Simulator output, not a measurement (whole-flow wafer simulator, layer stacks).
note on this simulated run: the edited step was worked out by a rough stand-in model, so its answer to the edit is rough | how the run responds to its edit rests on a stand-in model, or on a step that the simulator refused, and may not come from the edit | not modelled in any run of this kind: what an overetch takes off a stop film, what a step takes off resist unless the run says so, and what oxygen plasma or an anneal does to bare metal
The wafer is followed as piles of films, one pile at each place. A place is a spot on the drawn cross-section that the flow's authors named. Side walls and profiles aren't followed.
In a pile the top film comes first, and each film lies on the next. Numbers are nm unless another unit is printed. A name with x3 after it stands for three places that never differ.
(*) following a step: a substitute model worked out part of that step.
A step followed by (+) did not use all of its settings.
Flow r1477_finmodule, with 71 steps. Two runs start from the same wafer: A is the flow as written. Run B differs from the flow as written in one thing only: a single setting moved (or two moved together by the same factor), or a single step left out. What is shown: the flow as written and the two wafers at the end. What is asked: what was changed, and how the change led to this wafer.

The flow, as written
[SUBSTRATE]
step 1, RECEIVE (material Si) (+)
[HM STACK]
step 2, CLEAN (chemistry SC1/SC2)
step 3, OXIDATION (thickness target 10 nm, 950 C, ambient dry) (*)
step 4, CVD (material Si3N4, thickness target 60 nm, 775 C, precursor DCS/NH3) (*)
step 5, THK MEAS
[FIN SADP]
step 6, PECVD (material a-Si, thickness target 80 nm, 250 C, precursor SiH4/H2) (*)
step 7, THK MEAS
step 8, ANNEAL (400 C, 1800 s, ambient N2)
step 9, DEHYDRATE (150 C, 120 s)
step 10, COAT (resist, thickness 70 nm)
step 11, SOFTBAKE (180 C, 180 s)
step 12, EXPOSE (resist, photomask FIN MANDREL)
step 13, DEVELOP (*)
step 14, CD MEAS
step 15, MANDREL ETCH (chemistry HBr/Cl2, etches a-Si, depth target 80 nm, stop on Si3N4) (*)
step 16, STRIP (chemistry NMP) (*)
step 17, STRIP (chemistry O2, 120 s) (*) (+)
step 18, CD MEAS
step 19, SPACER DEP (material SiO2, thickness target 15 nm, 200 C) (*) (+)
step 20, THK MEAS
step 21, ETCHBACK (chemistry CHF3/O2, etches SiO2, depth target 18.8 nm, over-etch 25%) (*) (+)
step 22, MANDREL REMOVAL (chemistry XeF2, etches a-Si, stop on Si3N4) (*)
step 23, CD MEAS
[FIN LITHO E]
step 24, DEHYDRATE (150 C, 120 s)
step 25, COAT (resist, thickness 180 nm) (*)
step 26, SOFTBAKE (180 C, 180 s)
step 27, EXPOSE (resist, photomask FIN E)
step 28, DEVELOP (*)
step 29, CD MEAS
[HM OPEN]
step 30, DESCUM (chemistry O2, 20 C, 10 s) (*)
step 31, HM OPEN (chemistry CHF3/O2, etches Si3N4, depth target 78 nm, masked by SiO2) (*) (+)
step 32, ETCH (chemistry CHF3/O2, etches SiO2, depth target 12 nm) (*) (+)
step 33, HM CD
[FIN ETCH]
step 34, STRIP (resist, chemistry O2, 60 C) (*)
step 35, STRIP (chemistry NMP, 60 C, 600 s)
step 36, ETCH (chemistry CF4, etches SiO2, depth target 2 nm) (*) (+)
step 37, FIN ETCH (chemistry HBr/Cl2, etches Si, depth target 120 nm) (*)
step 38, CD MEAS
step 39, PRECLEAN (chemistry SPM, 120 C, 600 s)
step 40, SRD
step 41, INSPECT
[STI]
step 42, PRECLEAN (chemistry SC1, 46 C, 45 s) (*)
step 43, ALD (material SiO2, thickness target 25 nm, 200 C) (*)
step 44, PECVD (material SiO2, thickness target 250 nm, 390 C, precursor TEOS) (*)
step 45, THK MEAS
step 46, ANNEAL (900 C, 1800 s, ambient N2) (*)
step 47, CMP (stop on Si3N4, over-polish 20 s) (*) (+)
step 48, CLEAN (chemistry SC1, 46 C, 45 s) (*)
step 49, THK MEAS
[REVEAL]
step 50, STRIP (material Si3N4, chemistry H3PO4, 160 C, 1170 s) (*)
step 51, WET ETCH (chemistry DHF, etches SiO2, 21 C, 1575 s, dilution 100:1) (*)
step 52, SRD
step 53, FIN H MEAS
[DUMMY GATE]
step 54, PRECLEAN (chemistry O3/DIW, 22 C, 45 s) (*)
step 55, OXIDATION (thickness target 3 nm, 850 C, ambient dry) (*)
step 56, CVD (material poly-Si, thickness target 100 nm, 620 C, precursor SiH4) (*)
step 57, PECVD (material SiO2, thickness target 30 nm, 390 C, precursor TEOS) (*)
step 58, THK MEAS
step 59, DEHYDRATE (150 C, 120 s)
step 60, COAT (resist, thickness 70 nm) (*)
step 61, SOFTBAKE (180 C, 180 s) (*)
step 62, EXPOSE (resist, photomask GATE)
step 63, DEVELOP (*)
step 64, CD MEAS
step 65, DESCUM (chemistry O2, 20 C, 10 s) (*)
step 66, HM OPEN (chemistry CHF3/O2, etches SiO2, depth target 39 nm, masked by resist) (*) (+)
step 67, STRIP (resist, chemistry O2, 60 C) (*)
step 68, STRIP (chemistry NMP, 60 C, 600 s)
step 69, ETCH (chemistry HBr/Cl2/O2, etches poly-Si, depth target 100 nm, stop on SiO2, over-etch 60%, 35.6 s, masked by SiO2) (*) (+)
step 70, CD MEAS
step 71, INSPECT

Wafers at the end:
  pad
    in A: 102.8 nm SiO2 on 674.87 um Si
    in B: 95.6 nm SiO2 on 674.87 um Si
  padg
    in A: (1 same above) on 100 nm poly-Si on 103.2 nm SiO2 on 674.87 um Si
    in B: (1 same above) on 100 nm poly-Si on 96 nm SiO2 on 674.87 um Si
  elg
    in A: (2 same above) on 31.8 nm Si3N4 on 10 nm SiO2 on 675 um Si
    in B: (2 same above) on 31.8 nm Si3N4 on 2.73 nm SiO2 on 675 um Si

What caused this: step 3, OXIDATION: 760 C was run, whereas the flow has 950 C.

Step by step, how the change led to this:
  step 3, OXIDATION (thickness target 10 nm, 950 C, ambient dry) (*)
      pad, padg, elg and 33 more: A +10 SiO2 (new film), -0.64 chemical SiO2 (all of it), -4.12 Si | B +2.73 SiO2 (new film), -0.64 chemical SiO2 (all of it), -0.92 Si
  step 31, HM OPEN (chemistry CHF3/O2, etches Si3N4, depth target 78 nm, masked by SiO2) (*) (+)
      s40cg, s45cg, s50cg, s40co, s45co, s50co: A -60 Si3N4 (all of it), -9 SiO2 | B -60 Si3N4 (all of it), -2.73 SiO2 (all of it)
      pad, padg, esg and 13 more: A -56.4 Si3N4 (all of it), -10 SiO2 (all of it) | B -56.4 Si3N4 (all of it), -2.73 SiO2 (all of it)
  step 32, ETCH (chemistry CHF3/O2, etches SiO2, depth target 12 nm) (*) (+)
      s40cg, s40co: A -1 SiO2 (all of it), -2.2 Si | B -2.1 Si
      s45cg, s45co: A -1 SiO2 (all of it), -2.2 Si | B -2.13 Si
      (also at 2 further places)
  step 43, ALD (material SiO2, thickness target 25 nm, 200 C) (*)
      s45cg, s50cg, s45co, s50co: A +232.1 SiO2 (new film) | B +224.8 SiO2 (new film)
      s40cg, s40co: A +232.1 SiO2 (new film) | B +224.7 SiO2 (new film)
      (also at 1 further place)
  step 47, CMP (stop on Si3N4, over-polish 20 s) (*) (+)
      pad, padg, e40sg and 11 more: A -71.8 SiO2 | B -79 SiO2
      eso: A -72.4 SiO2 | B -79.6 SiO2
  step 51, WET ETCH (chemistry DHF, etches SiO2, 21 C, 1575 s, dilution 100:1) (*)
      s40sg_line, s45sg_line, s50sg_line, s40so_line, s45so_line, s50so_line: A -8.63 SiO2 (all of it) | B -1.37 SiO2 (all of it)
  step 56, CVD (material poly-Si, thickness target 100 nm, 620 C, precursor SiH4) (*)
      s40cg, s40co: A +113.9 poly-Si (new film) | B +123.2 poly-Si (new film)
      s45cg, s45co: A +113.4 poly-Si (new film) | B +123.2 poly-Si (new film)
      (also at 2 further places)
  step 60, COAT (resist, thickness 70 nm) (*)
      s40cg, s40co: A +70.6 resist (new film) | B +68.8 resist (new film)
      s40sg, s40so: A +91 resist (new film) | B +98.5 resist (new film)
      (also at 6 further places)
  step 63, DEVELOP (*)
      s40co: A -70.6 resist (all of it) | B -68.8 resist (all of it)
      s40so: A -91 resist (all of it) | B -98.5 resist (all of it)
      (also at 3 further places)
  step 67, STRIP (resist, chemistry O2, 60 C) (*)
      s40cg: A -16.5 resist (all of it) | B -14.7 resist (all of it)
      s40sg: A -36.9 resist (all of it) | B -44.4 resist (all of it)
      (also at 3 further places)
  step 69, ETCH (chemistry HBr/Cl2/O2, etches poly-Si, depth target 100 nm, stop on SiO2, over-etch 60%, 35.6 s, masked by SiO2) (*) (+)
      s40co: A -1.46 chemical SiO2 (all of it), -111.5 poly-Si (all of it), -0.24 SiO2 | B -1.46 chemical SiO2 (all of it), -120.8 poly-Si (all of it), -0.2 SiO2
      s45co: A -1.46 chemical SiO2 (all of it), -110.9 poly-Si (all of it), -0.25 SiO2 | B -1.46 chemical SiO2 (all of it), -120.8 poly-Si (all of it), -0.2 SiO2
      (also at 1 further place)
